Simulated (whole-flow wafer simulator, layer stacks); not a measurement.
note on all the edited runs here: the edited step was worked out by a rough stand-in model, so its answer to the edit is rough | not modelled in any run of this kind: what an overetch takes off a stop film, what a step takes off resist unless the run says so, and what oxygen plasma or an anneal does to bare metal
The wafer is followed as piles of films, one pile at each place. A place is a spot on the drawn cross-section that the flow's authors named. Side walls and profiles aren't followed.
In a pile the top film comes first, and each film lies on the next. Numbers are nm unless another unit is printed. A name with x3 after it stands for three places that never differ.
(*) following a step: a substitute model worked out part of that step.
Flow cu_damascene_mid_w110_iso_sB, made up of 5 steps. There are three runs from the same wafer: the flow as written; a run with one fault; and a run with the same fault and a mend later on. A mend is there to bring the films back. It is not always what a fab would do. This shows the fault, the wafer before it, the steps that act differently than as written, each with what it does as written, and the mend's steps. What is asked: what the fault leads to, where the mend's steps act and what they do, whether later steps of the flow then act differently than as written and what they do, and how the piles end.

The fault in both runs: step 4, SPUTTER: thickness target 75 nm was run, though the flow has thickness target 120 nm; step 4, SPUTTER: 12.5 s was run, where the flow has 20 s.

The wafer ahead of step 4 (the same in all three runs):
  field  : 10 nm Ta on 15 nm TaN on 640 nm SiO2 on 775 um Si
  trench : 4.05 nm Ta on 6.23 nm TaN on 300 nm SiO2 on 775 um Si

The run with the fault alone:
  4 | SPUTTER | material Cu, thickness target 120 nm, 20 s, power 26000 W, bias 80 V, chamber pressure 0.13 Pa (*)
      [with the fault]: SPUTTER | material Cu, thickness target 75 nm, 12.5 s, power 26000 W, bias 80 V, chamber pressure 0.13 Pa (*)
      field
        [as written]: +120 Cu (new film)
        [with the fault]: +75 Cu (new film)
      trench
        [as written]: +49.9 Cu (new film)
        [with the fault]: +31.2 Cu (new film)
  Steps later in the flow that act otherwise than as written:
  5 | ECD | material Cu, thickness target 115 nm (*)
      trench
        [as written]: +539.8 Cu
        [with the fault]: +513.5 Cu
  At field, trench, the piles at the end differ from the flow's by more than 2% or 0.5 nm, whichever is larger.
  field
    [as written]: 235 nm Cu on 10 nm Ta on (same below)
    [with the fault]: 190 nm Cu on 10 nm Ta on (same below)
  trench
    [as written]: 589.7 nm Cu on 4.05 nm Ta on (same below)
    [with the fault]: 544.7 nm Cu on 4.05 nm Ta on (same below)

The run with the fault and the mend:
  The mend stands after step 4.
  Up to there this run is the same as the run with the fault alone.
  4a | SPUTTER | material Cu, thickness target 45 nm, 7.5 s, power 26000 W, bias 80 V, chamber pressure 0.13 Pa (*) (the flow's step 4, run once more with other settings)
      field
        +45 Cu
      trench
        +15 Cu
  Every later step of the flow that is run acts as written, at every place that is followed, to within 2% or 0.5 nm, whichever is larger.
  At every place that both follow, the piles at the end match the flow's.
